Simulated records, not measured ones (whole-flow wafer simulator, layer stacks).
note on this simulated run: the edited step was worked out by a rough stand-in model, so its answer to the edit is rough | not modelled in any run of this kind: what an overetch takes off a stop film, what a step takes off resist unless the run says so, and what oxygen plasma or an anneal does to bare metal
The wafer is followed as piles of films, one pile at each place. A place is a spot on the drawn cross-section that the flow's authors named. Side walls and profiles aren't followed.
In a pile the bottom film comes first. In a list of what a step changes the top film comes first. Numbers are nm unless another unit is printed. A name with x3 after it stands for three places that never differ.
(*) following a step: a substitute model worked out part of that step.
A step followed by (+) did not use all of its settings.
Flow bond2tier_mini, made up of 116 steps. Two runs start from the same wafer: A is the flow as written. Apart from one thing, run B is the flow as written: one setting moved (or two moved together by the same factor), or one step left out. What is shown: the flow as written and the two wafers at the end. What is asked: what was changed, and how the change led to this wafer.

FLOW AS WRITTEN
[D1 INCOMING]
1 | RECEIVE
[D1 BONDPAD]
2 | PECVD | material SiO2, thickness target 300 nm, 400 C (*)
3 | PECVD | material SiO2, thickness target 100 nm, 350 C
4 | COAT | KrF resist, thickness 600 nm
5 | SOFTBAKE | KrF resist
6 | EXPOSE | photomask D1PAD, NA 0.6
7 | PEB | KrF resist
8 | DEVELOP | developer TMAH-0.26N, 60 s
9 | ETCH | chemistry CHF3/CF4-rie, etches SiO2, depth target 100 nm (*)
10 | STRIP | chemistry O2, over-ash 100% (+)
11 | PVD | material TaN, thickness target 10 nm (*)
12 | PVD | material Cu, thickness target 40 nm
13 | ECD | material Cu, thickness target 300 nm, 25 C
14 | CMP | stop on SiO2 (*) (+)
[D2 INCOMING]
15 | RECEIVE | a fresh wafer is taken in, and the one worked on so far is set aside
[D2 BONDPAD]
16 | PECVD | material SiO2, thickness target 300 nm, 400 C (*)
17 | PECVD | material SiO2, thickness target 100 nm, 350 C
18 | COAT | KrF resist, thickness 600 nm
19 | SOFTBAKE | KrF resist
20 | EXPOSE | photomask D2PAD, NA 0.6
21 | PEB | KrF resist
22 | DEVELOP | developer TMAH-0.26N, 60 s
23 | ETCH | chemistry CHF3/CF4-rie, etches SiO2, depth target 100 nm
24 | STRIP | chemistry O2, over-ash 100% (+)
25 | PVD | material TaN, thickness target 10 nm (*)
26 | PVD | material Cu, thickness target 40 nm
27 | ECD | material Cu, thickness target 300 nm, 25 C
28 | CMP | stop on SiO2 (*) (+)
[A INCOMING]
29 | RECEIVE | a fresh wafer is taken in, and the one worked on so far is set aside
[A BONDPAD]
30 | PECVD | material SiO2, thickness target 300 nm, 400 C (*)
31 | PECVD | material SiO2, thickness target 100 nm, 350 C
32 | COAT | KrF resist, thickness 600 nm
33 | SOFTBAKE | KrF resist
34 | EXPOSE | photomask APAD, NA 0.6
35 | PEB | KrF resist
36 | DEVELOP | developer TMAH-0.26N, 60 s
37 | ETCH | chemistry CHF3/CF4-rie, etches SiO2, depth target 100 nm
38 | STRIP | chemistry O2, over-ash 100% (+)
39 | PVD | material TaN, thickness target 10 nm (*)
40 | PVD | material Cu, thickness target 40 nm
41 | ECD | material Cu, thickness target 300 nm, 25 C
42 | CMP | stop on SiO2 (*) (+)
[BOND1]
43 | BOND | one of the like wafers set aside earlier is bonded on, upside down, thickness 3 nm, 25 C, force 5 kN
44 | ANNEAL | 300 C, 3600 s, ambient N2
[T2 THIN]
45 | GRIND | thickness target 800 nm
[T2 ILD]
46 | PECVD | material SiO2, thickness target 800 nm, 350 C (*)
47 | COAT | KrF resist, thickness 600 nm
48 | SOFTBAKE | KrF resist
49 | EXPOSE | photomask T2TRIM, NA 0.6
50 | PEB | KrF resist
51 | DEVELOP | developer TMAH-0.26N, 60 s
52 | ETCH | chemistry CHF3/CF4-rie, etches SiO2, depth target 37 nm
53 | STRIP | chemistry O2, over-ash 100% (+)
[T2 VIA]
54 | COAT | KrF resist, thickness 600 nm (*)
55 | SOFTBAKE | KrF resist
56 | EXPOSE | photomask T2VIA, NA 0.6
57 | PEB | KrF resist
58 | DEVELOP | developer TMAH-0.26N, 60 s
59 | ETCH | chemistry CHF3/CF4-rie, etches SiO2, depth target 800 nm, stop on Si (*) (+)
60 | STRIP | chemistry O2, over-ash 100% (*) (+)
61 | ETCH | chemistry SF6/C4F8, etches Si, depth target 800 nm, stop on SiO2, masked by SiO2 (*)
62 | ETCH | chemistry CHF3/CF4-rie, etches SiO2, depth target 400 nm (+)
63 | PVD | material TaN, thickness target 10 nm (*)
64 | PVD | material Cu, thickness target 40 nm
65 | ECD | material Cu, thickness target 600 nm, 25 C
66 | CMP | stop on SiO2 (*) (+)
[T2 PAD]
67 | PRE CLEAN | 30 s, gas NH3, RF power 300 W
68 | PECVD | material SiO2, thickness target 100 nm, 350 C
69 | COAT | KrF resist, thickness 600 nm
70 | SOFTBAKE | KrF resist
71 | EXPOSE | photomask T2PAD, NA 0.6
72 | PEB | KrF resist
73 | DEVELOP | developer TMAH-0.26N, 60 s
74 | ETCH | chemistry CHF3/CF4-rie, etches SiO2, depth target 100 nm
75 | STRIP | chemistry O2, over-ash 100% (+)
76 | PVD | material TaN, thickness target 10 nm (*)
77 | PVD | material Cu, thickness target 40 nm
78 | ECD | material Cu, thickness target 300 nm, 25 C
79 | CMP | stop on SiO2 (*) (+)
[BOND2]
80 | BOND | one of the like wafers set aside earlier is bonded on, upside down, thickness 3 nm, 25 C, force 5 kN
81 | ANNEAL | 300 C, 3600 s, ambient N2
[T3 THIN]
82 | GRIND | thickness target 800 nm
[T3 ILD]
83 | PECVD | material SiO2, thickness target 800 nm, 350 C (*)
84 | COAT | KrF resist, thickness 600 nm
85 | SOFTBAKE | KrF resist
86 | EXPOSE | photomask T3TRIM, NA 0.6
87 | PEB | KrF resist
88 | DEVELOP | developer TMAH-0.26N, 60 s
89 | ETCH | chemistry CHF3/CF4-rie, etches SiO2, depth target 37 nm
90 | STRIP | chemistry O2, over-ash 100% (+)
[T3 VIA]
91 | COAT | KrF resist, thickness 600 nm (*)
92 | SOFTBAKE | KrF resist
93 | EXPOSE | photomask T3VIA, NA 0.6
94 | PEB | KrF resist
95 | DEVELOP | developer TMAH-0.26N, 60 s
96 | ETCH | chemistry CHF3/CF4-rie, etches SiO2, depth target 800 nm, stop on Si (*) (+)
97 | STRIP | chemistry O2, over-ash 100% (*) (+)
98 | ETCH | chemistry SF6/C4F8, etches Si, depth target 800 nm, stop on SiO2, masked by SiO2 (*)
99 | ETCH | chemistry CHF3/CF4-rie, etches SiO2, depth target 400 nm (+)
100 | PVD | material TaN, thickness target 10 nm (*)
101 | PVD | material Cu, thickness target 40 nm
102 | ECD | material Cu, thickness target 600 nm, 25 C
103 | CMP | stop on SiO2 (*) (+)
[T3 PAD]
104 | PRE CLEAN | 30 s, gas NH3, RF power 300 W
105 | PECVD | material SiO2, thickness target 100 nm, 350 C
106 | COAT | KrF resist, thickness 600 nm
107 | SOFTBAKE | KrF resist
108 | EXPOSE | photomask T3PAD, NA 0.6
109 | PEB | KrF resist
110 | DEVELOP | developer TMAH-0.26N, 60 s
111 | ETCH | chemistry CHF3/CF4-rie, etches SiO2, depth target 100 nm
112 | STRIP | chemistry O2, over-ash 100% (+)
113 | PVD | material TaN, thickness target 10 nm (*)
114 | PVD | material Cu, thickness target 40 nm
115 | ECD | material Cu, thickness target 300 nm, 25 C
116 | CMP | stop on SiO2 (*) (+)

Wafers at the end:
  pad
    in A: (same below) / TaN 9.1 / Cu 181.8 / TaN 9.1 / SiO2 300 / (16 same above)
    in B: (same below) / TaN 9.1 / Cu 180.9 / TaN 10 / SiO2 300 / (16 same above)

What caused this: step 11, PVD: thickness target 11 nm was run, though the flow has thickness target 10 nm.

The path from the change to this, step by step:
  11 | PVD | material TaN, thickness target 10 nm (*)
      field: A +10 TaN (new film) | B +11 TaN (new film)
      pad: A +9.1 TaN (new film) | B +10 TaN (new film)
      (as well as at 1 more place)
  14 | CMP | stop on SiO2 (*) (+)
      field: A -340 Cu (all of it), -10 TaN (all of it) | B -340 Cu (all of it), -11 TaN (all of it)
  43 | BOND | one of the like wafers set aside earlier is bonded on, upside down, thickness 3 nm, 25 C, force 5 kN
      pad: A +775 um Si (new film), +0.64 chemical SiO2 (new film), +300 SiO2 (new film), +9.1 TaN (new film), +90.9 Cu | B +775 um Si (new film), +0.64 chemical SiO2 (new film), +300 SiO2 (new film), +10 TaN (new film), +90 Cu
      via: A +775 um Si (new film), +0.64 chemical SiO2 (new film), +300 SiO2 (new film), +9.97 TaN (new film), +90 Cu | B +775 um Si (new film), +0.64 chemical SiO2 (new film), +300 SiO2 (new film), +11 TaN (new film), +89 Cu
